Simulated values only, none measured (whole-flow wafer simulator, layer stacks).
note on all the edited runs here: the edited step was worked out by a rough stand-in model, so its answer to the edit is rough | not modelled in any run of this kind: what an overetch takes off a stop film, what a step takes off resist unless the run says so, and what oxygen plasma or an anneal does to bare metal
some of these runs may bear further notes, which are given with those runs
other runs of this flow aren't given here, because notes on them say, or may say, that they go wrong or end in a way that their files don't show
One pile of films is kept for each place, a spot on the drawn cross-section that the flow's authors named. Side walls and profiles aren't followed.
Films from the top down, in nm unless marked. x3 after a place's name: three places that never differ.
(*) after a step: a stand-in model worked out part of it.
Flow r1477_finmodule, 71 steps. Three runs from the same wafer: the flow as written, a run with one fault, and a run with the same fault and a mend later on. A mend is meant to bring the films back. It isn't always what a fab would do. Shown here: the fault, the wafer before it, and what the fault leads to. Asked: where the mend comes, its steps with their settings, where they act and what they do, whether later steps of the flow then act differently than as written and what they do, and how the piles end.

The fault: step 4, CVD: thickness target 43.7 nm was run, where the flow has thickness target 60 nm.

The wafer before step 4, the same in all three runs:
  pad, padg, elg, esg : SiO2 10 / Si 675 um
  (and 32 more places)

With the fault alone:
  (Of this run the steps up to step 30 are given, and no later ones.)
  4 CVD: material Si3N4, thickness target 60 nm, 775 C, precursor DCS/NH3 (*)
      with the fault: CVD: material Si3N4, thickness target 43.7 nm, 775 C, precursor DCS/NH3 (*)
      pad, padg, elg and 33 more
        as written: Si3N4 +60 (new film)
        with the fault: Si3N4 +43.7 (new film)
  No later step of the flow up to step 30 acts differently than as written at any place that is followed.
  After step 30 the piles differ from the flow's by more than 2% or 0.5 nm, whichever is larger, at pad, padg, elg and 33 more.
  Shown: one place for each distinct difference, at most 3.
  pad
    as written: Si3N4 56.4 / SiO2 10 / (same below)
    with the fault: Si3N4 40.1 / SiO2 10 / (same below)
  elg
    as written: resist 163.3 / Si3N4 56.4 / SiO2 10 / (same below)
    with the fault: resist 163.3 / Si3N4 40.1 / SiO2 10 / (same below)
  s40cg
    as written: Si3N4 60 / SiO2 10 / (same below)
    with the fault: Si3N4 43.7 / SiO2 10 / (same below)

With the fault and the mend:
  The mend comes after step 5.
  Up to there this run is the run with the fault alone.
  5a ETCH: chemistry h3po4, depth target 50.26 nm
      pad, padg, elg and 33 more
        Si3N4 -43.7 (all of it)
  5b CLEAN: chemistry SC1/SC2 (the flow's step 2 once more)
      changes no film at any place that is followed
  5c CVD: material Si3N4, thickness target 60 nm, 775 C, precursor DCS/NH3 (*) (the flow's step 4 once more)
      pad, padg, elg and 33 more
        Si3N4 +60 (new film)
  No later step of the flow acts differently than as written at any place that is followed.
  At the end the piles are the same as the flow's at every place that both follow.
